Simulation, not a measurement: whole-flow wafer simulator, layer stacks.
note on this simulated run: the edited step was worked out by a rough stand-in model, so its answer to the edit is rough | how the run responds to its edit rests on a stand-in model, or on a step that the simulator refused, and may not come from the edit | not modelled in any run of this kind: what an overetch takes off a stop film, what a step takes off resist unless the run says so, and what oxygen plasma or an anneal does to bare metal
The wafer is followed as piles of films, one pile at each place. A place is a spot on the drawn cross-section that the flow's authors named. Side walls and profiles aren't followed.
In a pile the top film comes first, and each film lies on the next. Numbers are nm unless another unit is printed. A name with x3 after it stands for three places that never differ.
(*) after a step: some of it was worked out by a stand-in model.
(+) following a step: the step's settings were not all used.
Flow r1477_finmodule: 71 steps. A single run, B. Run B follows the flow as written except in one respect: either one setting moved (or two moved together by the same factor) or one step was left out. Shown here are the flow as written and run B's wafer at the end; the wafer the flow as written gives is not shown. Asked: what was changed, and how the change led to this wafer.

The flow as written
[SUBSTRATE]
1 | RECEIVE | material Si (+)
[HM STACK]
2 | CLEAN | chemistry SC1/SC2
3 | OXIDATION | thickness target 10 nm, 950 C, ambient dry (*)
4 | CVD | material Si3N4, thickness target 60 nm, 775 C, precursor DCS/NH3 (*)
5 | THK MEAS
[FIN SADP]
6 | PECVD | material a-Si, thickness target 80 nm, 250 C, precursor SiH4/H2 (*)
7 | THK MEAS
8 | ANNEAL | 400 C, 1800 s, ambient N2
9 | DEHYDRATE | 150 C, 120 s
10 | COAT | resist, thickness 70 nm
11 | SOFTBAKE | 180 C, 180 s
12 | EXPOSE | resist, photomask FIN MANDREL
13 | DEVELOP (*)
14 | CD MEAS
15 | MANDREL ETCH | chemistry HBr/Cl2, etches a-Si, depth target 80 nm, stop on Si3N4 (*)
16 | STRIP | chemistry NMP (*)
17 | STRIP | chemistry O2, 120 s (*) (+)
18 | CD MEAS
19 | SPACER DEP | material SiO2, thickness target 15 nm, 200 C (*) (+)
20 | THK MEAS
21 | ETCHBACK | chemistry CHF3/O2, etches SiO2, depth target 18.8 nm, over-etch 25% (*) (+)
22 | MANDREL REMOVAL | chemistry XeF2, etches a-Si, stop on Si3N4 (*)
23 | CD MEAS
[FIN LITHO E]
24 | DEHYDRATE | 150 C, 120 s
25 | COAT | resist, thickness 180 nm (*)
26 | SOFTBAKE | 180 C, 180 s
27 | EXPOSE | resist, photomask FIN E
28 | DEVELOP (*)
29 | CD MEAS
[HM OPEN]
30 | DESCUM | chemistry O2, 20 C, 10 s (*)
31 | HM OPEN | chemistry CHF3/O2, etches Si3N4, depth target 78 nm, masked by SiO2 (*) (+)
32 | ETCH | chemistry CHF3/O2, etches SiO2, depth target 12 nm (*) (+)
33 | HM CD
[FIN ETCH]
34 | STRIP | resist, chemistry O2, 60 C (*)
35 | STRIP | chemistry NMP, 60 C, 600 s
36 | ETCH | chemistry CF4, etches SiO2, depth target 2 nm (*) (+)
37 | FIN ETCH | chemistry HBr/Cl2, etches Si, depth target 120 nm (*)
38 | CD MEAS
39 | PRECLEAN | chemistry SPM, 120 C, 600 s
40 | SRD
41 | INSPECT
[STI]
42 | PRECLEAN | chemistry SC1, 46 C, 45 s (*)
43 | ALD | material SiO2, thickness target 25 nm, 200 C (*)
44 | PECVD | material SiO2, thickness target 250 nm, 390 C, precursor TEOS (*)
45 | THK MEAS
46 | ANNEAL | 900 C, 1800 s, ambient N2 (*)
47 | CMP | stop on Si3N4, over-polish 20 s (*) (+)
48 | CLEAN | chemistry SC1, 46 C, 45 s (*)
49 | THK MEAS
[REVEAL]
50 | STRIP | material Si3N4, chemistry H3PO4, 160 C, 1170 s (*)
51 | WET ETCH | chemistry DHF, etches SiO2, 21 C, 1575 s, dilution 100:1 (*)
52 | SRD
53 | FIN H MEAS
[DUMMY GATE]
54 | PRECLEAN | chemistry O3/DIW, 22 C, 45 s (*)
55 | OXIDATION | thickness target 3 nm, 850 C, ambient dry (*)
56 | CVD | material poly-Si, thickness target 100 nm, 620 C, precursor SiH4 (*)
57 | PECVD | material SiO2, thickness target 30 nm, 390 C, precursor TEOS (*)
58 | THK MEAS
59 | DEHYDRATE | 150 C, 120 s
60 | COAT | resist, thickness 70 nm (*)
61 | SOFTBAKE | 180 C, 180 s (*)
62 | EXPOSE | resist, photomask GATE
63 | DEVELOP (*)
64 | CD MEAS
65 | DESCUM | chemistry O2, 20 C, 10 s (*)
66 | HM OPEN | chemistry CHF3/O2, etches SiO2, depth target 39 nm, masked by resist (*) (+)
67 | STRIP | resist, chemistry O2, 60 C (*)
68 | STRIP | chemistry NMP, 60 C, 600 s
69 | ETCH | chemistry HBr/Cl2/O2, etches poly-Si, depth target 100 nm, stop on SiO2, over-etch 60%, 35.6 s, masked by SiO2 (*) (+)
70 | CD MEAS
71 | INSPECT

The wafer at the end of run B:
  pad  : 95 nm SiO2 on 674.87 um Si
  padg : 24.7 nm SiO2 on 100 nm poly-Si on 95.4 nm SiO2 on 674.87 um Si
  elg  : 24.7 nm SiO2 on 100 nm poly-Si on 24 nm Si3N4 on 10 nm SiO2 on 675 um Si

What caused this: step 4, CVD: thickness target 52.2 nm was run, whereas the flow has thickness target 60 nm.

How this came from the change, step by step:
  4 | CVD | material Si3N4, thickness target 60 nm, 775 C, precursor DCS/NH3 (*)
      pad, padg, elg and 33 more: +52.2 Si3N4 (new film) (it would be, as written: +60 Si3N4 (new film))
  31 | HM OPEN | chemistry CHF3/O2, etches Si3N4, depth target 78 nm, masked by SiO2 (*) (+)
      s40cg, s45cg, s50cg, s40co, s45co, s50co: -52.2 Si3N4 (all of it), -10 SiO2 (all of it) (it would be, as written: -60 Si3N4 (all of it), -9 SiO2)
      pad, padg, esg and 13 more: -48.6 Si3N4 (all of it), -10 SiO2 (all of it) (it would be, as written: -56.4 Si3N4 (all of it), -10 SiO2 (all of it))
      (as well as at 14 more places)
  32 | ETCH | chemistry CHF3/O2, etches SiO2, depth target 12 nm (*) (+)
      s40cg, s40co: -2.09 Si (it would be, as written: -1 SiO2 (all of it), -2.2 Si)
      s45cg, s45co: -2.13 Si (it would be, as written: -1 SiO2 (all of it), -2.2 Si)
      (as well as at 2 more places)
  34 | STRIP | resist, chemistry O2, 60 C (*)
      elg, e40lg, e100lg, e200lg, elo, e40lo, e100lo, e200lo: -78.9 resist (all of it) (it would be, as written: -73.8 resist (all of it))
  43 | ALD | material SiO2, thickness target 25 nm, 200 C (*)
      s45cg, s50cg, s45co, s50co: +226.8 SiO2 (new film) (it would be, as written: +232.1 SiO2 (new film))
      s40cg, s40co: +226.7 SiO2 (new film) (it would be, as written: +232.1 SiO2 (new film))
      (as well as at 1 more place)
  47 | CMP | stop on Si3N4, over-polish 20 s (*) (+)
      pad, padg, e40sg and 11 more: -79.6 SiO2 (it would be, as written: -71.8 SiO2)
      eso: -80.2 SiO2 (it would be, as written: -72.4 SiO2)
  50 | STRIP | material Si3N4, chemistry H3PO4, 160 C, 1170 s (*)
      s40sg_line, s45sg_line, s50sg_line, s40so_line, s45so_line, s50so_line: -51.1 Si3N4 (all of it), -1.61 SiO2 (it would be, as written: -58.9 Si3N4 (all of it), -1.37 SiO2)
  56 | CVD | material poly-Si, thickness target 100 nm, 620 C, precursor SiH4 (*)
      s40cg, s40co: +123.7 poly-Si (new film) (it would be, as written: +113.9 poly-Si (new film))
      s45cg, s45co: +123.7 poly-Si (new film) (it would be, as written: +113.4 poly-Si (new film))
      (as well as at 2 more places)
  60 | COAT | resist, thickness 70 nm (*)
      s40cg, s40co: +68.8 resist (new film) (it would be, as written: +70.6 resist (new film))
      s40sg, s40so: +99 resist (new film) (it would be, as written: +91 resist (new film))
      (as well as at 6 more places)
  63 | DEVELOP (*)
      s40co: -68.8 resist (all of it) (it would be, as written: -70.6 resist (all of it))
      s40so: -99 resist (all of it) (it would be, as written: -91 resist (all of it))
      (as well as at 3 more places)
  67 | STRIP | resist, chemistry O2, 60 C (*)
      s40cg: -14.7 resist (all of it) (it would be, as written: -16.5 resist (all of it))
      s40sg: -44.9 resist (all of it) (it would be, as written: -36.9 resist (all of it))
      (as well as at 3 more places)
  69 | ETCH | chemistry HBr/Cl2/O2, etches poly-Si, depth target 100 nm, stop on SiO2, over-etch 60%, 35.6 s, masked by SiO2 (*) (+)
      s40co: -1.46 chemical SiO2 (all of it), -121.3 poly-Si (all of it), -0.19 SiO2 (it would be, as written: -1.46 chemical SiO2 (all of it), -111.5 poly-Si (all of it), -0.24 SiO2)
      s45co: -1.46 chemical SiO2 (all of it), -121.3 poly-Si (all of it), -0.19 SiO2 (it would be, as written: -1.46 chemical SiO2 (all of it), -110.9 poly-Si (all of it), -0.25 SiO2)
      (as well as at 1 more place)
